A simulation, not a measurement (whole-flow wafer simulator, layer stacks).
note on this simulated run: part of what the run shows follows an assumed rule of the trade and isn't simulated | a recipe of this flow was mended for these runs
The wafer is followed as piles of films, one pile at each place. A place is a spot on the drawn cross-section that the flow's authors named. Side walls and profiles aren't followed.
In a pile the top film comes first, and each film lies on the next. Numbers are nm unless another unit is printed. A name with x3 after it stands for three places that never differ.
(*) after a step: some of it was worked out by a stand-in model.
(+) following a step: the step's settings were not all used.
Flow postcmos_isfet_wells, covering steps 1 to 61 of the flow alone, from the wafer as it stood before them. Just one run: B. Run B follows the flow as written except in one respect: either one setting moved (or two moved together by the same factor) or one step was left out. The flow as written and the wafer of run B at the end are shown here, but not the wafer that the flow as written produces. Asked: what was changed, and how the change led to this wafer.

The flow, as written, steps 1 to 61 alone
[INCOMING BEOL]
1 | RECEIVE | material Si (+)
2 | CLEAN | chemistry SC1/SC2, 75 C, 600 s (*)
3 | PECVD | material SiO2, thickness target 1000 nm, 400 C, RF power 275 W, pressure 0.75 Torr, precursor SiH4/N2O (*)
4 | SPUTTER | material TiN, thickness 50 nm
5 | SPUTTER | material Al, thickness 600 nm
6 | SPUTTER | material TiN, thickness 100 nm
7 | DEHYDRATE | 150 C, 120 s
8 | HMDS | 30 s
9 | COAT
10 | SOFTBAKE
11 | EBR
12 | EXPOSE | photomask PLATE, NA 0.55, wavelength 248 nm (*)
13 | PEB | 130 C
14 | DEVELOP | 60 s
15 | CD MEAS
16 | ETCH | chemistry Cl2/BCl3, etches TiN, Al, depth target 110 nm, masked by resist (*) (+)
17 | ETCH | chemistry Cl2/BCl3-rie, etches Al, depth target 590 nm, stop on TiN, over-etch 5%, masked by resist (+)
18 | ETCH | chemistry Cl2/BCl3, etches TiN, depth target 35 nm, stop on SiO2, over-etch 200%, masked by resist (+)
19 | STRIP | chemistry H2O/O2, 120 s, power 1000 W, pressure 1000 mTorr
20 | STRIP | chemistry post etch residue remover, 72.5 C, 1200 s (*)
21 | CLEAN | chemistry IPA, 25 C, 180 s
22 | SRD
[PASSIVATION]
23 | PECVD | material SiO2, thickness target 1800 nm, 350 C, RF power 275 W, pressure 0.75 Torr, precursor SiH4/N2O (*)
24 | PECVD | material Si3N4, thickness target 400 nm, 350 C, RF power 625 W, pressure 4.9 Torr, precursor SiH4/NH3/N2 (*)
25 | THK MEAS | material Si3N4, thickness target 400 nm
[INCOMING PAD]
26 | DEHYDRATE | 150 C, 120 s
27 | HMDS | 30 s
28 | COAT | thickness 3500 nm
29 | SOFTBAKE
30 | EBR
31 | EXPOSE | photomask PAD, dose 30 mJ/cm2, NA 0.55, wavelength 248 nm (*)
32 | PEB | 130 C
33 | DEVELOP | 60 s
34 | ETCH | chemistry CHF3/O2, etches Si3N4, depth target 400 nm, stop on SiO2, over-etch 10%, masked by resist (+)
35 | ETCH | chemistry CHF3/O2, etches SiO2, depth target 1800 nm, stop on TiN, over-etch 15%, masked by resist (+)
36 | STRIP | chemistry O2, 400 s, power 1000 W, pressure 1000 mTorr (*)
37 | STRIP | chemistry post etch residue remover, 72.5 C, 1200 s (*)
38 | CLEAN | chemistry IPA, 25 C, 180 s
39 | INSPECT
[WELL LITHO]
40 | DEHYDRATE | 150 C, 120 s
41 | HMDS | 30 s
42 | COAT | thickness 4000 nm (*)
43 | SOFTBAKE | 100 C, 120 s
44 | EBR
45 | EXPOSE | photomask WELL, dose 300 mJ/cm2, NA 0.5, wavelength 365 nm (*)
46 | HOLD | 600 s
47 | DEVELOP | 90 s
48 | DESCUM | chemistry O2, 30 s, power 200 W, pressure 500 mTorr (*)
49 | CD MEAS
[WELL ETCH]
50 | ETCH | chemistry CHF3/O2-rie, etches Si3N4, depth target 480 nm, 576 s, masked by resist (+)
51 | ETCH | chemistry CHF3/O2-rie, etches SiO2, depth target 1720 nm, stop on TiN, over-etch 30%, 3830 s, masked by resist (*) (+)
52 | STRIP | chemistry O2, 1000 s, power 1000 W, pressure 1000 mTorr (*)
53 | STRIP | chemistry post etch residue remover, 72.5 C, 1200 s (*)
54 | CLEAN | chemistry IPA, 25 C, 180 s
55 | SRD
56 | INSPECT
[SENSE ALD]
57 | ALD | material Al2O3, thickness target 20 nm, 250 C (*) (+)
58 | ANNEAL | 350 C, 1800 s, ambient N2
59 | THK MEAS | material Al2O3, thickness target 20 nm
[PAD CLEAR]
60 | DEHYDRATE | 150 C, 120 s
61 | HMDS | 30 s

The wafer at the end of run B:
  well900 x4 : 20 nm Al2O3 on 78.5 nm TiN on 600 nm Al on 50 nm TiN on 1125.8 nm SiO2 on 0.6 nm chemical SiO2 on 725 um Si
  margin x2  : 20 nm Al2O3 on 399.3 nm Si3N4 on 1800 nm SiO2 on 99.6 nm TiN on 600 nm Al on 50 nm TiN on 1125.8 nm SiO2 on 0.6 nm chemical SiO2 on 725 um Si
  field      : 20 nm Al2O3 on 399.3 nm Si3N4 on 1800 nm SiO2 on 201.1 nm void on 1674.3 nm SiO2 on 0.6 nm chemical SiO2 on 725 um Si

What caused this: step 3, PECVD: RF power 358 W was run, though the flow has RF power 275 W.

The path from the change to this, step by step:
  3 | PECVD | material SiO2, thickness target 1000 nm, 400 C, RF power 275 W, pressure 0.75 Torr, precursor SiH4/N2O (*)
      field, margin x2, well900 x4, pad_clr, pad_open: SiO2 gains 1125.8 (new film) (in the flow as written it would be: SiO2 gains 1000 (new film))
